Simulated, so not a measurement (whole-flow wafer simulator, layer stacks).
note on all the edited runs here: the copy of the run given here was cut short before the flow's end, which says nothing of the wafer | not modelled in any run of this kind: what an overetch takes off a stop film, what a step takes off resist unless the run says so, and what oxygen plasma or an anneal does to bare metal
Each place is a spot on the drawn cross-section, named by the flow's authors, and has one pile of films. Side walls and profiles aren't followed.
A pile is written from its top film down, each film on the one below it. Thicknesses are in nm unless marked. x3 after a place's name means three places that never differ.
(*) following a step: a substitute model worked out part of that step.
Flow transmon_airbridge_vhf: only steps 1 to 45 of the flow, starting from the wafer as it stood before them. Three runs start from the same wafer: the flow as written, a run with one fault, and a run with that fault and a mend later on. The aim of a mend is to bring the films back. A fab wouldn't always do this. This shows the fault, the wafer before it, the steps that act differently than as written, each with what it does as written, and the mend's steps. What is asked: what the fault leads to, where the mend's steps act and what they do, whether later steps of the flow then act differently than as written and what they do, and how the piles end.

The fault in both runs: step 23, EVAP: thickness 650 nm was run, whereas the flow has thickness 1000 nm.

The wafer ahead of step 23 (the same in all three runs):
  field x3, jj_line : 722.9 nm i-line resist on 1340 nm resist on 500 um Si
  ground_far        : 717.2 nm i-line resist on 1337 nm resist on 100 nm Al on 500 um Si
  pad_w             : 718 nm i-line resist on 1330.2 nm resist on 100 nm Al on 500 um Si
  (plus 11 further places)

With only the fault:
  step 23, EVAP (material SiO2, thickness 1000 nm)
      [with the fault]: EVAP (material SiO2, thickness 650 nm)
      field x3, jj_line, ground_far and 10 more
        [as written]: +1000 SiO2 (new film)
        [with the fault]: +650 SiO2 (new film)
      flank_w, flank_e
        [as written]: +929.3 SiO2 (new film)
        [with the fault]: +604.1 SiO2 (new film)
  Later steps of the flow acting differently than as written (not shown: 2 more steps that differ only slightly, by at most 2% or 0.5 nm, whichever is larger):
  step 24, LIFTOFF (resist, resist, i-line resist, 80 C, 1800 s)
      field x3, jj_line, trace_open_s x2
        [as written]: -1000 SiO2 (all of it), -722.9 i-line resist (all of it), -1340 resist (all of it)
        [with the fault]: -650 SiO2 (all of it), -722.9 i-line resist (all of it), -1340 resist (all of it)
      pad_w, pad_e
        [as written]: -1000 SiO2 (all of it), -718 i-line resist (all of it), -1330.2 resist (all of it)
        [with the fault]: -650 SiO2 (all of it), -718 i-line resist (all of it), -1330.2 resist (all of it)
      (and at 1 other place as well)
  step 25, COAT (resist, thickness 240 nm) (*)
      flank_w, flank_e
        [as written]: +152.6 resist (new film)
        [with the fault]: +164.8 resist (new film)
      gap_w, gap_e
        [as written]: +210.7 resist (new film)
        [with the fault]: +225.6 resist (new film)
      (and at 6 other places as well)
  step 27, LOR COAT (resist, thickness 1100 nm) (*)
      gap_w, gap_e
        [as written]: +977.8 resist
        [with the fault]: +1026.8 resist
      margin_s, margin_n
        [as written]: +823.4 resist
        [with the fault]: +910.4 resist
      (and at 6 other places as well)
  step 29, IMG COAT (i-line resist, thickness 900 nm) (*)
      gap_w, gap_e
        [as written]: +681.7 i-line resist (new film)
        [with the fault]: +767.1 i-line resist (new film)
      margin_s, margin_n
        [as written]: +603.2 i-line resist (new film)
        [with the fault]: +713.4 i-line resist (new film)
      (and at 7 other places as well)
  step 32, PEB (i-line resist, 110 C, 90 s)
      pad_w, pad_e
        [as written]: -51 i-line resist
        [with the fault]: -49.3 i-line resist
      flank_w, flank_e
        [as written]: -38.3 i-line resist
        [with the fault]: -41.8 i-line resist
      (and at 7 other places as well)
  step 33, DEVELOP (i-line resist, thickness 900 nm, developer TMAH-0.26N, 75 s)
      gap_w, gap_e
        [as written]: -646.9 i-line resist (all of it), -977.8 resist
        [with the fault]: -727.8 i-line resist (all of it), -1026.8 resist
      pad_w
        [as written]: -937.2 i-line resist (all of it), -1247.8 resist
        [with the fault]: -907 i-line resist (all of it), -1192.9 resist
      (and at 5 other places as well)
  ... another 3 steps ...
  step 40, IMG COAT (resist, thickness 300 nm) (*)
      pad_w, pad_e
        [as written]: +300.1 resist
        [with the fault]: +290.8 resist
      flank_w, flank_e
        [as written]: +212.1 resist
        [with the fault]: +223.5 resist
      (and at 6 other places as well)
  At pad_w, flank_w, gap_w and 7 more, the piles at the end differ from the flow's by more than 2% or 0.5 nm, whichever is larger.
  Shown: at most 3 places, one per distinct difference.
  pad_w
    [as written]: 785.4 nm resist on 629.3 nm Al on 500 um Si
    [with the fault]: 755.6 nm resist on 629.7 nm Al on 500 um Si
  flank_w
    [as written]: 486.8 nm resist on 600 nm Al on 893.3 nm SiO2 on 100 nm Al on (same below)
    [with the fault]: 526.8 nm resist on 600 nm Al on 568.1 nm SiO2 on 100 nm Al on (same below)
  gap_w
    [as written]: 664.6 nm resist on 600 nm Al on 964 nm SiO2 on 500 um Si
    [with the fault]: 694.3 nm resist on 600 nm Al on 614 nm SiO2 on 500 um Si

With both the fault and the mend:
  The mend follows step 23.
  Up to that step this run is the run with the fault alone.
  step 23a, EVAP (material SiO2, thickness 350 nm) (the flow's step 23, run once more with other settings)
      field x3, jj_line, ground_far and 10 more
        +350 SiO2
      flank_w, flank_e
        +325.6 SiO2
  Later steps of the flow that are run all act as written at every place that is followed, up to a difference of at most 2% or 0.5 nm, whichever is larger.
  The piles end only slightly different from the flow's at the places that both follow, by no more than 2% or 0.5 nm, whichever is larger.
